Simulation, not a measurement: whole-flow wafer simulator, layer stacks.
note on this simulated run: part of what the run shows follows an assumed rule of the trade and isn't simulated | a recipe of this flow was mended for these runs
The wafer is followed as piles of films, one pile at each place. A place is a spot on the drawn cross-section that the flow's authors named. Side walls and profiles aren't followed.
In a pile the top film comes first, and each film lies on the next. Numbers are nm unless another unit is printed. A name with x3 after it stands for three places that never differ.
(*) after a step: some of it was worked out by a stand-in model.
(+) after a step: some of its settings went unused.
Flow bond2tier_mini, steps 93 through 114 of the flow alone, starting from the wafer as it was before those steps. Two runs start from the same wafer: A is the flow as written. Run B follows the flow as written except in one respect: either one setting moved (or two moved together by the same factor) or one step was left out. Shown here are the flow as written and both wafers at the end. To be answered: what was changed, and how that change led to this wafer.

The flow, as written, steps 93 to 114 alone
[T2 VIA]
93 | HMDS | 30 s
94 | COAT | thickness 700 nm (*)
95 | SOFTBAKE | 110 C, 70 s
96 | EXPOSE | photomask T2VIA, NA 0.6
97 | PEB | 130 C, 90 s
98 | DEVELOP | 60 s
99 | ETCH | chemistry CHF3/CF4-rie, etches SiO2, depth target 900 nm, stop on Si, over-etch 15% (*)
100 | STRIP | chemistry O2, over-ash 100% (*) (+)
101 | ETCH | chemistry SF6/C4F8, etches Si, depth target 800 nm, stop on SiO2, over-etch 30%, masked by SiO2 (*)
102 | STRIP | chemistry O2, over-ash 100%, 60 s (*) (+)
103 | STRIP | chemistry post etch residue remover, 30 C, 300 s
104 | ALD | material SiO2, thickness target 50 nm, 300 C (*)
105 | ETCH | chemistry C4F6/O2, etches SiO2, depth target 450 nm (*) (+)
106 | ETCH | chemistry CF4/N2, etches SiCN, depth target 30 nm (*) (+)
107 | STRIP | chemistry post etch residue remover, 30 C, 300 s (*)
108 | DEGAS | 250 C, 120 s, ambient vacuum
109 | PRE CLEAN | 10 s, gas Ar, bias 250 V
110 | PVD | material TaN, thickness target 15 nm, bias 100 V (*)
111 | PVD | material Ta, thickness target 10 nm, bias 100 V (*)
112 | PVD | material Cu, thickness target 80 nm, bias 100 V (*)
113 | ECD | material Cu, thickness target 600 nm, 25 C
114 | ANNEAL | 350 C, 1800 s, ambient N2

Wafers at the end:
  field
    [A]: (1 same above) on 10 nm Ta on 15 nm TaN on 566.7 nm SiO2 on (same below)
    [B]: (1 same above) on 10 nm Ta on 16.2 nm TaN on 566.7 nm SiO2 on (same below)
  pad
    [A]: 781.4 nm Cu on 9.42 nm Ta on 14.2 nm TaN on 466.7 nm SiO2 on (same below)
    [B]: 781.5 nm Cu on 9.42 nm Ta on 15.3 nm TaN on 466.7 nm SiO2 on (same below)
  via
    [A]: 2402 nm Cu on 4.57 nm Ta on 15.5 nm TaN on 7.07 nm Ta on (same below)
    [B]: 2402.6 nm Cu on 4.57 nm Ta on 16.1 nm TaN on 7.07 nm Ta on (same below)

Cause: step 110, PVD: thickness target 16.2 nm was run, while the flow as written has thickness target 15 nm.
One can read it off the wafer: field has TaN 16.2, and step 110 as written asks for 15 nm.

The path from the change to this, step by step:
  110 | PVD | material TaN, thickness target 15 nm, bias 100 V (*)
      field: A +15 TaN (new film) | B +16.2 TaN (new film)
      pad: A +14.2 TaN (new film) | B +15.3 TaN (new film)
      (also at 1 further place)
